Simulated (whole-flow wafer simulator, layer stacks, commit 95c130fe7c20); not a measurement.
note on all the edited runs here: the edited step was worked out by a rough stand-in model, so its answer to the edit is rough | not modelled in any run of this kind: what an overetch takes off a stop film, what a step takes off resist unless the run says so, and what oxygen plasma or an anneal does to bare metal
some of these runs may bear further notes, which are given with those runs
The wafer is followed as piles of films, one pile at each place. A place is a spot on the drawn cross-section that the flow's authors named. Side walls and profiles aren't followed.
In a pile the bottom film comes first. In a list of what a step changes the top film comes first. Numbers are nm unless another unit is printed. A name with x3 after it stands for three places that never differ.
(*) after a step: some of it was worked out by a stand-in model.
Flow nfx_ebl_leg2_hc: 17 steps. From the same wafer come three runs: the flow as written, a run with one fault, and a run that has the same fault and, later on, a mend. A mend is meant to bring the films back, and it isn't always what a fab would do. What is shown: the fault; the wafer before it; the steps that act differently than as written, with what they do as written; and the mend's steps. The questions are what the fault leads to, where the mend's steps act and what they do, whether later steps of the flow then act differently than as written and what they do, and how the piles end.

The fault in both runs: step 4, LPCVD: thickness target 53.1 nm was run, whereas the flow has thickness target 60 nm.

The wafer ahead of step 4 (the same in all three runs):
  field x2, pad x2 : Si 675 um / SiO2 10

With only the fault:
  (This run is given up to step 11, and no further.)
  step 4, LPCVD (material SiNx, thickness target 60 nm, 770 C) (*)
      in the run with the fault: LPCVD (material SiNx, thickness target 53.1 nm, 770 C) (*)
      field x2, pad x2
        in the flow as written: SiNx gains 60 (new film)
        in the run with the fault: SiNx gains 53.1 (new film)
  None of the later steps of the flow up to step 11 acts differently than as written at any place that is followed.
  After step 11, at field x2, pad x2, the piles differ from the flow's by more than 2% or 0.5 nm, whichever is larger.
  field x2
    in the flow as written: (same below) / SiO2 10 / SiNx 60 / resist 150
    in the run with the fault: (same below) / SiO2 10 / SiNx 53.1 / resist 150
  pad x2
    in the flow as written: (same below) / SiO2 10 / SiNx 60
    in the run with the fault: (same below) / SiO2 10 / SiNx 53.1

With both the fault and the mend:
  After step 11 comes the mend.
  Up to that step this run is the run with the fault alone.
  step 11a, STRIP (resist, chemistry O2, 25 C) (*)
      field x2
        resist loses 150 (all of it)
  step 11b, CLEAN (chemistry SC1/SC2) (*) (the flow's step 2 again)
      alters no film at any place that is followed
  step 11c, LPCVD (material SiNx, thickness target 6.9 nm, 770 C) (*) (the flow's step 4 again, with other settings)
      field x2, pad x2
        SiNx gains 6.9
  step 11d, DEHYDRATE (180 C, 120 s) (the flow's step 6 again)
      alters no film at any place that is followed
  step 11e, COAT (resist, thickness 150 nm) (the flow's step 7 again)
      field x2, pad x2
        resist gains 150 (new film)
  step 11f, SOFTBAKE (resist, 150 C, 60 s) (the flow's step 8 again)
      alters no film at any place that is followed
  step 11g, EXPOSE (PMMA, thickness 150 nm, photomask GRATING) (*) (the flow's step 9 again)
      alters no film at any place that is followed
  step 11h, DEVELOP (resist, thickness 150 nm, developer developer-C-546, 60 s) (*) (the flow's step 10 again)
      pad x2
        resist loses 150 (all of it)
  None of the later steps of the flow acts differently than as written at any place that is followed.
  The piles end the same as the flow's at every place that both follow.
